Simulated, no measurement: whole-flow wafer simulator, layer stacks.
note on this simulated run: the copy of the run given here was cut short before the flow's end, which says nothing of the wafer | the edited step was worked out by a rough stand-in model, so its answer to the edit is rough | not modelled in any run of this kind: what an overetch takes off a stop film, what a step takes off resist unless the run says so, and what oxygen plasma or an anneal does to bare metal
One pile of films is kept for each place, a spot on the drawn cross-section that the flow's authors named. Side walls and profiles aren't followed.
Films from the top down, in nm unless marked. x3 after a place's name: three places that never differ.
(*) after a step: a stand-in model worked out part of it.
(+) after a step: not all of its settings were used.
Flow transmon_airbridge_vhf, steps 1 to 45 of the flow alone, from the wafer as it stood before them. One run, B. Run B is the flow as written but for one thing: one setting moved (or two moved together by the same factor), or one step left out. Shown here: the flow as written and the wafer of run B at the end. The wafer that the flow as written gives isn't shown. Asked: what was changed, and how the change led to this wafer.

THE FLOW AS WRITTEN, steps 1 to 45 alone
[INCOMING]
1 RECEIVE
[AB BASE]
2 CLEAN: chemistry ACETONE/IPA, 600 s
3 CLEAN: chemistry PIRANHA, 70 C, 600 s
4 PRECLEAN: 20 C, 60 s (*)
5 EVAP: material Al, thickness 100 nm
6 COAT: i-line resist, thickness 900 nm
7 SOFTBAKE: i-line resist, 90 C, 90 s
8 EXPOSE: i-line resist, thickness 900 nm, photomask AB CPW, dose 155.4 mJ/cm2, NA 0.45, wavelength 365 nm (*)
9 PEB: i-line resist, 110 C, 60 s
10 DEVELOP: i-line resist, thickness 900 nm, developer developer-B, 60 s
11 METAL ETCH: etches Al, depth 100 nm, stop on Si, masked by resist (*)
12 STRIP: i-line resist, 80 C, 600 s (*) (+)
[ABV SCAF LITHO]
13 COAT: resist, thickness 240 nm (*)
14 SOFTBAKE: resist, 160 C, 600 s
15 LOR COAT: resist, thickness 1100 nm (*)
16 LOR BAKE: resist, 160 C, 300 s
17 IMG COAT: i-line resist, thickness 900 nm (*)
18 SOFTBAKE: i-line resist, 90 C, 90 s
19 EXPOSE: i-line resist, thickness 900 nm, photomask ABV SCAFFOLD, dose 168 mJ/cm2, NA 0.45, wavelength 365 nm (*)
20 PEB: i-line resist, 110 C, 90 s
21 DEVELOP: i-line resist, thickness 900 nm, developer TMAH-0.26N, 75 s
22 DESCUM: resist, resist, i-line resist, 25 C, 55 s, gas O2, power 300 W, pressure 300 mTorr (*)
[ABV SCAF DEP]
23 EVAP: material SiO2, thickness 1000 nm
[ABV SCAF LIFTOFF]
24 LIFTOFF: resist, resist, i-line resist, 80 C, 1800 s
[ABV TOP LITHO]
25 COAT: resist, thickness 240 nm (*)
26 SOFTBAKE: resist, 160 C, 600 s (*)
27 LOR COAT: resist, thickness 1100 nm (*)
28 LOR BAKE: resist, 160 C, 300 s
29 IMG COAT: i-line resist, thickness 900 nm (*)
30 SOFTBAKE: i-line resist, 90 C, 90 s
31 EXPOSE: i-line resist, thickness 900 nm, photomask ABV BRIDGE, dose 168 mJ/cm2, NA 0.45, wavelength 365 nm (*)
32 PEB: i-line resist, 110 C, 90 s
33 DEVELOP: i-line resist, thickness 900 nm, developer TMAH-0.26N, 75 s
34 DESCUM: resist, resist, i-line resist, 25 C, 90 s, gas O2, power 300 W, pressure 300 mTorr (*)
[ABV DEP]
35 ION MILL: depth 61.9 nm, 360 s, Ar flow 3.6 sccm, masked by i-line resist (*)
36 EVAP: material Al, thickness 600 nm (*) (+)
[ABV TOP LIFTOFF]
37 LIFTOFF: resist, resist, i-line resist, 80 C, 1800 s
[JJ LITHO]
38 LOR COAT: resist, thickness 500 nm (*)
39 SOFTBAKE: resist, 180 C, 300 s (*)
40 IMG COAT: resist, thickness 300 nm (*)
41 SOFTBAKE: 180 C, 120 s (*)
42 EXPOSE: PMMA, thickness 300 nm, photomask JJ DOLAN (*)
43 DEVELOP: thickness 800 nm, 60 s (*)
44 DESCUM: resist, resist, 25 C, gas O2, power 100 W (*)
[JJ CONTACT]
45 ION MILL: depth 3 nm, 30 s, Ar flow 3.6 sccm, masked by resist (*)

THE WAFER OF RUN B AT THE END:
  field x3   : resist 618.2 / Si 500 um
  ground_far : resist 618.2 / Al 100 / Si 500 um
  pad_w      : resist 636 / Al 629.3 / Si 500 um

The cause: step 40, IMG COAT: thickness 150 nm was run, where the flow has thickness 300 nm.

How the change led to this, step by step:
  40 IMG COAT: resist, thickness 300 nm (*)
      field x3, jj_line, ground_far, trace_open_s x2: resist +150 (as written it would be: resist +300)
      pad_w, pad_e: resist +150.8 (as written it would be: resist +300.1)
      (and at 8 more places)
  43 DEVELOP: thickness 800 nm, 60 s (*)
      jj_line: resist -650 (all of it) (as written it would be: resist -800 (all of it))
